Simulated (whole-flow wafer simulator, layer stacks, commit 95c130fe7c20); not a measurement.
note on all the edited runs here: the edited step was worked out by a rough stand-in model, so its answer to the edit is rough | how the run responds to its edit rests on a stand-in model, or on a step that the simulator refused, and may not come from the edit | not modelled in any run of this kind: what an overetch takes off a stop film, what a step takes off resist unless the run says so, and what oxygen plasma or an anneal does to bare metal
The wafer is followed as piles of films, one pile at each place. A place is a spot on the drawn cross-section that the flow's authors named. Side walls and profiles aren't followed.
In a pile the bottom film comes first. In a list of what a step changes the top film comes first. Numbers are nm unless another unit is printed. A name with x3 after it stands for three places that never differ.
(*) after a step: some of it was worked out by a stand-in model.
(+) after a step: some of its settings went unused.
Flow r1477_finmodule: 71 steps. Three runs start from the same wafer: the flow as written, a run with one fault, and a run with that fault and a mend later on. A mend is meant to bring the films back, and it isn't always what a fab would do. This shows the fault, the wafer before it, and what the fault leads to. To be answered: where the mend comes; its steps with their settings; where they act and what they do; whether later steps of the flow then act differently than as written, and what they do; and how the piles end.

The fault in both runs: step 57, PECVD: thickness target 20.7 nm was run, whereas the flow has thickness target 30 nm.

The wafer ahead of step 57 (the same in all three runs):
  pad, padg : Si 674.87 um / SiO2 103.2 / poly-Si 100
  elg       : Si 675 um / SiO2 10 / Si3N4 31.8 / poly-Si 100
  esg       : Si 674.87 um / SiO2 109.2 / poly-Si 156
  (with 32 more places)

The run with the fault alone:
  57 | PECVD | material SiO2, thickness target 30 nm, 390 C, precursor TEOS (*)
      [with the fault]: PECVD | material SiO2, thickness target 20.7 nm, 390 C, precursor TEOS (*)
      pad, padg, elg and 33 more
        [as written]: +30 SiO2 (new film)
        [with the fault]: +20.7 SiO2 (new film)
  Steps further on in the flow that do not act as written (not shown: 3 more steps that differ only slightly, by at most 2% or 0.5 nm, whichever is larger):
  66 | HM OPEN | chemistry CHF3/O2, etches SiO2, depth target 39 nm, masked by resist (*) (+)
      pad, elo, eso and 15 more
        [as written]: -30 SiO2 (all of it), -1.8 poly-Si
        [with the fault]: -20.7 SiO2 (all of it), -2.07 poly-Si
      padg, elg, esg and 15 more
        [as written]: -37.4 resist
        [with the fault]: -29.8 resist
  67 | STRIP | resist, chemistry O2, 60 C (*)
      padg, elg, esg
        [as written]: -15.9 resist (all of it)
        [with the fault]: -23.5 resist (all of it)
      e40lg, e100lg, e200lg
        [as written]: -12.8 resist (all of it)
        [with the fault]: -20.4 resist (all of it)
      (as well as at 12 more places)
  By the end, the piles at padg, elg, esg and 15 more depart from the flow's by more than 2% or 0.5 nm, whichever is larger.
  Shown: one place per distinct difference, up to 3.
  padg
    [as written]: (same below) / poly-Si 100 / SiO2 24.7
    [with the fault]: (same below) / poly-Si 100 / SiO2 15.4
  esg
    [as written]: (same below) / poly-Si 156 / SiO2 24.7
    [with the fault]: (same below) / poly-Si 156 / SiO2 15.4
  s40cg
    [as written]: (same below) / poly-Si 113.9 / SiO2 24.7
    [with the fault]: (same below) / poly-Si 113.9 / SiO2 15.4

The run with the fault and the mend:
  The mend follows step 58.
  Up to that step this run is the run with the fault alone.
  58a | PECVD | material SiO2, thickness target 9.3 nm, 390 C, precursor TEOS (*) (a further turn of the flow's step 57, with different settings)
      pad, padg, elg and 33 more
        +9.3 SiO2
  None of the later steps of the flow acts differently than as written at any place that is followed.
  By the end, the piles equal the flow's at every place that both follow.
